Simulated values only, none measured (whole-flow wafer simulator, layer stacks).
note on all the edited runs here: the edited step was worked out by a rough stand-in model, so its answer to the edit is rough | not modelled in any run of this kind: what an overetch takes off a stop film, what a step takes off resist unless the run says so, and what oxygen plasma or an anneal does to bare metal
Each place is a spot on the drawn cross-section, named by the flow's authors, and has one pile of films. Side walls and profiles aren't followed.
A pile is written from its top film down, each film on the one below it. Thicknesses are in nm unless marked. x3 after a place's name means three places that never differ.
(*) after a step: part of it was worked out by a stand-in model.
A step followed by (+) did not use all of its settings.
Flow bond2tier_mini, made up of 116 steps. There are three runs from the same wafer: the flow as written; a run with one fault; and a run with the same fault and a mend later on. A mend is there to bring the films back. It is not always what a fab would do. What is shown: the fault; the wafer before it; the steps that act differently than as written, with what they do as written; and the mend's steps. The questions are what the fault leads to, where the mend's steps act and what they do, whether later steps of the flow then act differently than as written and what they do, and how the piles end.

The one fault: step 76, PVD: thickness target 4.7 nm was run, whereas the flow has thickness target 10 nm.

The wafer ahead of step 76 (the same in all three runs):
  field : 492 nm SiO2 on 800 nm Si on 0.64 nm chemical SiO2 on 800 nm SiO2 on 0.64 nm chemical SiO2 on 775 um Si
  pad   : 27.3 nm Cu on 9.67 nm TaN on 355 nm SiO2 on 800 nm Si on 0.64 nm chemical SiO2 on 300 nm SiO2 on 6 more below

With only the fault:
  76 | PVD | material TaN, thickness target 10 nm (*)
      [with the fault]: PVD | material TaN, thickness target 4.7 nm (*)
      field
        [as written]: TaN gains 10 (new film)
        [with the fault]: TaN gains 4.7 (new film)
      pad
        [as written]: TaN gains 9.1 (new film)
        [with the fault]: TaN gains 4.28 (new film)
  Steps further on in the flow that do not act as written (1 more step, not shown, differs only slightly: by at most 2% or 0.5 nm, whichever is larger):
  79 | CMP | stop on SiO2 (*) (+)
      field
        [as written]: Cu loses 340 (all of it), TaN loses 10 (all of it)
        [with the fault]: Cu loses 340 (all of it), TaN loses 4.7 (all of it)
  At pad, the piles at the end differ from the flow's by more than 2% or 0.5 nm, whichever is larger.
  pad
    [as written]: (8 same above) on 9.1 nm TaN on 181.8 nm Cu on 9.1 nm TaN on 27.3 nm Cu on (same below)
    [with the fault]: (8 same above) on 9.1 nm TaN on 186.6 nm Cu on 4.28 nm TaN on 27.3 nm Cu on (same below)

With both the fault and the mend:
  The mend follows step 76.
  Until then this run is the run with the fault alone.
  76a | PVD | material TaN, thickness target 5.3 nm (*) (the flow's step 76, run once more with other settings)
      field
        TaN gains 5.3
      pad
        TaN gains 4.82
  Every later step of the flow that is run acts as written at every place that is followed.
  At every place that both follow, the piles at the end match the flow's.
